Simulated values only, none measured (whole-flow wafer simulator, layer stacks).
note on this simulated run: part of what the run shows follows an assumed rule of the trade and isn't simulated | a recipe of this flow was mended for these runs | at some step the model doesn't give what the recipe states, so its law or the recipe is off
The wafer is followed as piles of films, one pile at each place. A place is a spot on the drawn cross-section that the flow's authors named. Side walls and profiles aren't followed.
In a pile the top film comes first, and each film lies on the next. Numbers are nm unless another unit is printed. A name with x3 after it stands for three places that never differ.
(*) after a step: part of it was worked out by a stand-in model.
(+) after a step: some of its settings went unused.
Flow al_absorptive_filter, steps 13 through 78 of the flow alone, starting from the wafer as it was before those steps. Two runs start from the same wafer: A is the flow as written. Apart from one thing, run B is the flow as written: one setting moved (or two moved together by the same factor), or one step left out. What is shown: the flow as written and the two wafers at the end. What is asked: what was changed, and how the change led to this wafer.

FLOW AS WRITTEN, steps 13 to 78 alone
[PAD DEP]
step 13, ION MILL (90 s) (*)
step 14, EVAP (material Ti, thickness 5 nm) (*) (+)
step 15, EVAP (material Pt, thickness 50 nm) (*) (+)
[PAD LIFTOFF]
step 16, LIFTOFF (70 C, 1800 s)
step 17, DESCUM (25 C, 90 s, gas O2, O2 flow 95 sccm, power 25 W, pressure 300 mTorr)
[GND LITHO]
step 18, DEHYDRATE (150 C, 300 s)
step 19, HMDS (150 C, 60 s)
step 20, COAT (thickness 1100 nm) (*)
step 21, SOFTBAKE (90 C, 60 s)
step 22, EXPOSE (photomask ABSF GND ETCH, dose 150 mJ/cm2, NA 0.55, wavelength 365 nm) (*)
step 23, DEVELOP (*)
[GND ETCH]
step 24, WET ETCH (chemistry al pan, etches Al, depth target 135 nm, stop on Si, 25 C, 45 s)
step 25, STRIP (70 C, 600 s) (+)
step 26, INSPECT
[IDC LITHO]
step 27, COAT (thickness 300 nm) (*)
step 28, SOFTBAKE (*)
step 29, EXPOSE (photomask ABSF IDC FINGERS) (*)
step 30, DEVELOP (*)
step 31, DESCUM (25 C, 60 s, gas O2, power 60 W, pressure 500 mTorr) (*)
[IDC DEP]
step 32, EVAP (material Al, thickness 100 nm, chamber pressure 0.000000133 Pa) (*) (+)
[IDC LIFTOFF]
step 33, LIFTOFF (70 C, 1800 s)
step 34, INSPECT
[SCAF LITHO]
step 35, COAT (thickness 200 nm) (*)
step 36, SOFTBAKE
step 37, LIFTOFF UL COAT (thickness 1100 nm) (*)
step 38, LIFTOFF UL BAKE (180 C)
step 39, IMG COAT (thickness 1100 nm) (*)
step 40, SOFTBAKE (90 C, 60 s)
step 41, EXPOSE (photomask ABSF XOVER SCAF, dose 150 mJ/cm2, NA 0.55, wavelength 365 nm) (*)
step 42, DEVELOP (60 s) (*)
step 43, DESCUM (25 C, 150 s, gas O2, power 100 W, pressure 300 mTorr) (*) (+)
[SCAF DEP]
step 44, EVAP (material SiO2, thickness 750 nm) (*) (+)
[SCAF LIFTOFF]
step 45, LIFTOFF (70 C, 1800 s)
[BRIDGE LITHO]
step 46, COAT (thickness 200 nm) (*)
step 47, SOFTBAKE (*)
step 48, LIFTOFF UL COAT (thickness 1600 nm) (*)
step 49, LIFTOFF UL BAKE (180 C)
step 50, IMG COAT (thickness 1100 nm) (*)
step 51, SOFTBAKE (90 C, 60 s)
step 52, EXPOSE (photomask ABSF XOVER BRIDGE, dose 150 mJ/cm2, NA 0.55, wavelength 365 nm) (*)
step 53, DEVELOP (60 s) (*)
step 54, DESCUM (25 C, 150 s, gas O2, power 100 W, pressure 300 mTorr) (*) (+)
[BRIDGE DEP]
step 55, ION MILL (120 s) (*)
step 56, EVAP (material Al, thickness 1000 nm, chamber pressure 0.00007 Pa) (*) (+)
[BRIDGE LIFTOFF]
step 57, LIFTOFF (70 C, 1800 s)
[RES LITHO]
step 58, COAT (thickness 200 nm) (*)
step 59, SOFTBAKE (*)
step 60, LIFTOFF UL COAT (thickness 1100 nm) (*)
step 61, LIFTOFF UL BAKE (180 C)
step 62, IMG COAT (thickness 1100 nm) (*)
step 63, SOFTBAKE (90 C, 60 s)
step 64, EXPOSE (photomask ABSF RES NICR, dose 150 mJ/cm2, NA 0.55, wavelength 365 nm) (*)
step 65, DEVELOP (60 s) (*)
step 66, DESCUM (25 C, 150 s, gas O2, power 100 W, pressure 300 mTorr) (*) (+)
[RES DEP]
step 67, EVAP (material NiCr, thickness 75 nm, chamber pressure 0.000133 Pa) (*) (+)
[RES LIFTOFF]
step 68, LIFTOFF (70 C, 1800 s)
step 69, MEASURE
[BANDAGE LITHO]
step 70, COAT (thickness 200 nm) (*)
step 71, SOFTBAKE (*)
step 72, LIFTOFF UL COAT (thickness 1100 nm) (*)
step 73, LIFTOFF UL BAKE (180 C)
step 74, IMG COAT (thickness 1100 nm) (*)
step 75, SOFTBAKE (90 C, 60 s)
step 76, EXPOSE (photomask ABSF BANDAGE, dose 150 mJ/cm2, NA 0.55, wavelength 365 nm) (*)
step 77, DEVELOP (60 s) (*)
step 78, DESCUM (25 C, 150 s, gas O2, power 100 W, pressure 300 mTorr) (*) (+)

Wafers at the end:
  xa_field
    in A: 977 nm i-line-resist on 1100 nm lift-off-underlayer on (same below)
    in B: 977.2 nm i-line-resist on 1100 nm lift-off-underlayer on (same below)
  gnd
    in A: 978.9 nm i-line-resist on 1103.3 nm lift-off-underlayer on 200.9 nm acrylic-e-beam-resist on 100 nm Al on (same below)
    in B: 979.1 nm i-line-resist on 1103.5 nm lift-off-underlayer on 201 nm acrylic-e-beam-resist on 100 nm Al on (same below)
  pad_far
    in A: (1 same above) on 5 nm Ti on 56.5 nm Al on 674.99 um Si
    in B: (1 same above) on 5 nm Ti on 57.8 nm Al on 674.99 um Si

Cause: step 13, ION MILL: 86 s was run, whereas the flow has 90 s.

How this came from the change, step by step:
  step 13, ION MILL (90 s) (*)
      gnd, ledge, res and 9 more: A -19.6 i-line-resist | B -18.8 i-line-resist
      pad_far, pad_near: A -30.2 Al | B -28.8 Al
